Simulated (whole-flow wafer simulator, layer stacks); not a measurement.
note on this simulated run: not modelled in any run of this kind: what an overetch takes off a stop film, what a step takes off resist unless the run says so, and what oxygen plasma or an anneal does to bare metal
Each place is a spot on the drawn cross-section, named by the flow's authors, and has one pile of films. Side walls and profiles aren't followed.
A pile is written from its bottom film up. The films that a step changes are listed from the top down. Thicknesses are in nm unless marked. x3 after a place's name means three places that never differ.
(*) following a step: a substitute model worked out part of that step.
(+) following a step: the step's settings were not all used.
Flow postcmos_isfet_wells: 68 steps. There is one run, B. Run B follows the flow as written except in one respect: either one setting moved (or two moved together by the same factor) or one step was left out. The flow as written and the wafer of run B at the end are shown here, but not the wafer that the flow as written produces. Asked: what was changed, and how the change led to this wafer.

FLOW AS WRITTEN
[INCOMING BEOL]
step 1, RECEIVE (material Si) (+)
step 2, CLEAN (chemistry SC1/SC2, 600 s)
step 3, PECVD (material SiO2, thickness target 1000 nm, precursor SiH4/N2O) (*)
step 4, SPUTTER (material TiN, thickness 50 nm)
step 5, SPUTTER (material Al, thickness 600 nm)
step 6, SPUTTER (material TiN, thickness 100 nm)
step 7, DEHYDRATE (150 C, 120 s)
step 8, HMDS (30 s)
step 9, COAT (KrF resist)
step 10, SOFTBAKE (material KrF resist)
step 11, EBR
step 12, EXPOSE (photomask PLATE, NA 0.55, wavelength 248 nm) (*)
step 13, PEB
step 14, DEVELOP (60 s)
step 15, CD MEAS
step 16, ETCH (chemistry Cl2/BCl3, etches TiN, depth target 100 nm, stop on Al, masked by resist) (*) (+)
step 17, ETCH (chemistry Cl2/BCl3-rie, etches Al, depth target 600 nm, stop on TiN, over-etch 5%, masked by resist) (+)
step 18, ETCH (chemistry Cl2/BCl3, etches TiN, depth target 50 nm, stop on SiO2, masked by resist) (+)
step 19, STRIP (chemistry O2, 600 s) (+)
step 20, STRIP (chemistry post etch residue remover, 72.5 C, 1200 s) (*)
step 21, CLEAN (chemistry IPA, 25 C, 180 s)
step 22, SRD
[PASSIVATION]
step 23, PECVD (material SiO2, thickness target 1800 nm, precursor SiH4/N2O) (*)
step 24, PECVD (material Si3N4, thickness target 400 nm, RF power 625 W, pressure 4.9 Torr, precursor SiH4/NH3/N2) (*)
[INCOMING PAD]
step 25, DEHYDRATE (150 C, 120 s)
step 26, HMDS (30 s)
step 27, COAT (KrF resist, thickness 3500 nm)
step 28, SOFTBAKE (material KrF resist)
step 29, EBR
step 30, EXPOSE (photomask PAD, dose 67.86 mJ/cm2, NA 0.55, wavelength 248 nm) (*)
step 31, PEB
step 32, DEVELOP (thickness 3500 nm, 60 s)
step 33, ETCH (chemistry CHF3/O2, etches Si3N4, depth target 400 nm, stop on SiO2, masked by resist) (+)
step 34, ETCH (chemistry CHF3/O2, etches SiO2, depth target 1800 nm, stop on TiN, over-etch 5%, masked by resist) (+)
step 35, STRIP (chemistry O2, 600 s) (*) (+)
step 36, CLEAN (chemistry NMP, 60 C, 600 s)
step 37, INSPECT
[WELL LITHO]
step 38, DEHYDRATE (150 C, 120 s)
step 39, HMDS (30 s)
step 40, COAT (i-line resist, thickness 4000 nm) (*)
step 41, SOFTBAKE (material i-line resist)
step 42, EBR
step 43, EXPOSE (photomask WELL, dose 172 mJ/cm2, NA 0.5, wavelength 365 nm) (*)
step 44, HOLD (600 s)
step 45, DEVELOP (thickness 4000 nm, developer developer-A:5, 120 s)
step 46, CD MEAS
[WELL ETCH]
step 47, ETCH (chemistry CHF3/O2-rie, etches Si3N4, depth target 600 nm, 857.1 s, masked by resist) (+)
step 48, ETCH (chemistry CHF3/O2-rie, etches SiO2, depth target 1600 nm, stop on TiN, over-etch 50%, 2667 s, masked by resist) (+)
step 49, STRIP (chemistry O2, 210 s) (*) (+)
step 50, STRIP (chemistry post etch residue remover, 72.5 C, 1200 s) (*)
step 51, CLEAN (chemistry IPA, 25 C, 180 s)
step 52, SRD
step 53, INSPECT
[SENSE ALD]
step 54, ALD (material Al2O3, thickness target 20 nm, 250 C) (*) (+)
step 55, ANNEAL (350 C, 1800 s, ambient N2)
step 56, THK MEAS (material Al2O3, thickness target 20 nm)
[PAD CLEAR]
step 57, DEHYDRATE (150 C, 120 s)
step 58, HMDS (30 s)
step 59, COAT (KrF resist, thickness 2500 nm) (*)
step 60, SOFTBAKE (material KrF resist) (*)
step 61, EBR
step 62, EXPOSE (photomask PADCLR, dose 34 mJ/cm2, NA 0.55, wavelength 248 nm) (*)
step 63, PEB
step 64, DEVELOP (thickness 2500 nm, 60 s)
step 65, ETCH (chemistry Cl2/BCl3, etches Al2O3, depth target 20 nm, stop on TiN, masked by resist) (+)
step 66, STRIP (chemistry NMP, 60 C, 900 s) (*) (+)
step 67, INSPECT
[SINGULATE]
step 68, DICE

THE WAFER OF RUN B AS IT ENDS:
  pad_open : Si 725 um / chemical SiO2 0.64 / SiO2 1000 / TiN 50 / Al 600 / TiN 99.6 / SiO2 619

The reason: step 34, ETCH: depth target 1181 nm was run, whereas the flow has depth target 1800 nm.

The path from the change to this, step by step:
  step 34, ETCH (chemistry CHF3/O2, etches SiO2, depth target 1800 nm, stop on TiN, over-etch 5%, masked by resist) (+)
      pad_open: -1181 SiO2 (it would be, as written: -1800 SiO2 (all of it))
      field, margin, well900, well1300, well2000, well3000, pad_rim, pad_clr: -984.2 KrF resist (it would be, as written: -1500 KrF resist)
  step 35, STRIP (chemistry O2, 600 s) (*) (+)
      field, margin, well900, well1300, well2000, well3000, pad_rim, pad_clr: -2154.3 KrF resist (all of it) (it would be, as written: -1638.4 KrF resist (all of it))
  step 40, COAT (i-line resist, thickness 4000 nm) (*)
      pad_clr: +3453.4 i-line resist (new film) (it would be, as written: +3256.8 i-line resist (new film))
      pad_open: +4581.5 i-line resist (new film) (it would be, as written: +4804.7 i-line resist (new film))
  step 41, SOFTBAKE (material i-line resist)
      pad_clr: -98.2 i-line resist (it would be, as written: -156.7 i-line resist)
      pad_open: +86.4 i-line resist (it would be, as written: +115.3 i-line resist)
  step 49, STRIP (chemistry O2, 210 s) (*) (+)
      pad_clr: -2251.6 i-line resist (all of it) (it would be, as written: -1996.5 i-line resist (all of it))
      pad_open: -3564.3 i-line resist (all of it) (it would be, as written: -3816.3 i-line resist (all of it))
  step 59, COAT (KrF resist, thickness 2500 nm) (*)
      pad_rim: +2120.7 KrF resist (new film) (it would be, as written: +1976.4 KrF resist (new film))
      pad_clr: +1905.1 KrF resist (new film) (it would be, as written: +1691.6 KrF resist (new film))
      (also at 1 further place)
  step 60, SOFTBAKE (material KrF resist) (*)
      pad_rim: -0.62 KrF resist (it would be, as written: nothing)
      pad_clr: -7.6 KrF resist (it would be, as written: -9.57 KrF resist)
  step 64, DEVELOP (thickness 2500 nm, 60 s)
      pad_clr: -1897.5 KrF resist (all of it) (it would be, as written: -1682 KrF resist (all of it))
      pad_open: -2908 KrF resist (all of it) (it would be, as written: -3067.2 KrF resist (all of it))
  step 66, STRIP (chemistry NMP, 60 C, 900 s) (*) (+)
      pad_rim: -2081.3 KrF resist (all of it) (it would be, as written: -1937.7 KrF resist (all of it))
